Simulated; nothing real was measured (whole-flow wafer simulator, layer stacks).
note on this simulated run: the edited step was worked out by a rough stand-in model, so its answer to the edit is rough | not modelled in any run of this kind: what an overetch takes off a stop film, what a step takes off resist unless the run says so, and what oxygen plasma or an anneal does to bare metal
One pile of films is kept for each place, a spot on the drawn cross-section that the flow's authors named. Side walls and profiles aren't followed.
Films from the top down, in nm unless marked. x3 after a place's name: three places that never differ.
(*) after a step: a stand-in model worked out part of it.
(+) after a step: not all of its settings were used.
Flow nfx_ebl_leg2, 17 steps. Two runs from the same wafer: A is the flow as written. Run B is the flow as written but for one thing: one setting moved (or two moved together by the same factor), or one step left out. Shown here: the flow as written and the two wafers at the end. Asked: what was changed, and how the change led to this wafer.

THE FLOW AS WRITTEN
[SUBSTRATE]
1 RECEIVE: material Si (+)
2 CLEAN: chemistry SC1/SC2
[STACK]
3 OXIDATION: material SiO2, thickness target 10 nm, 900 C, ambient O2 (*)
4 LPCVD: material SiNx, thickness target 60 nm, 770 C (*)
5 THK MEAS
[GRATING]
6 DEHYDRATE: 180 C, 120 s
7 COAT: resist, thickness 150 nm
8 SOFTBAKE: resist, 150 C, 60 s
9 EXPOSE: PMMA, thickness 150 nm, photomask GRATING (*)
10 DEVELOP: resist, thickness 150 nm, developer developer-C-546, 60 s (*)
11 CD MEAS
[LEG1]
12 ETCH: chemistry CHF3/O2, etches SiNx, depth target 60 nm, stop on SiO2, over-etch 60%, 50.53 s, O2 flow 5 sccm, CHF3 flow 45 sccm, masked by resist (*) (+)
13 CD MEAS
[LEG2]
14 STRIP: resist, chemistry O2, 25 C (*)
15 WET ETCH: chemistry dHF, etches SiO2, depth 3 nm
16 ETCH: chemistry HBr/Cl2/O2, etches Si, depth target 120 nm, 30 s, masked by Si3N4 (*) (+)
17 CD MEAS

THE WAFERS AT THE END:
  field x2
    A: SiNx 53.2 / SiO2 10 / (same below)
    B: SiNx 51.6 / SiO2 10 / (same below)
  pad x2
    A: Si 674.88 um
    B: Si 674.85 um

The cause: step 16, ETCH: depth target 147 nm was run, where the flow has depth target 120 nm; step 16, ETCH: 36.8 s was run, where the flow has 30 s.

How the change led to this, step by step:
  16 ETCH: chemistry HBr/Cl2/O2, etches Si, depth target 120 nm, 30 s, masked by Si3N4 (*) (+)
      field x2: A SiNx -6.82 | B SiNx -8.36
      pad x2: A Si -120 | B Si -147
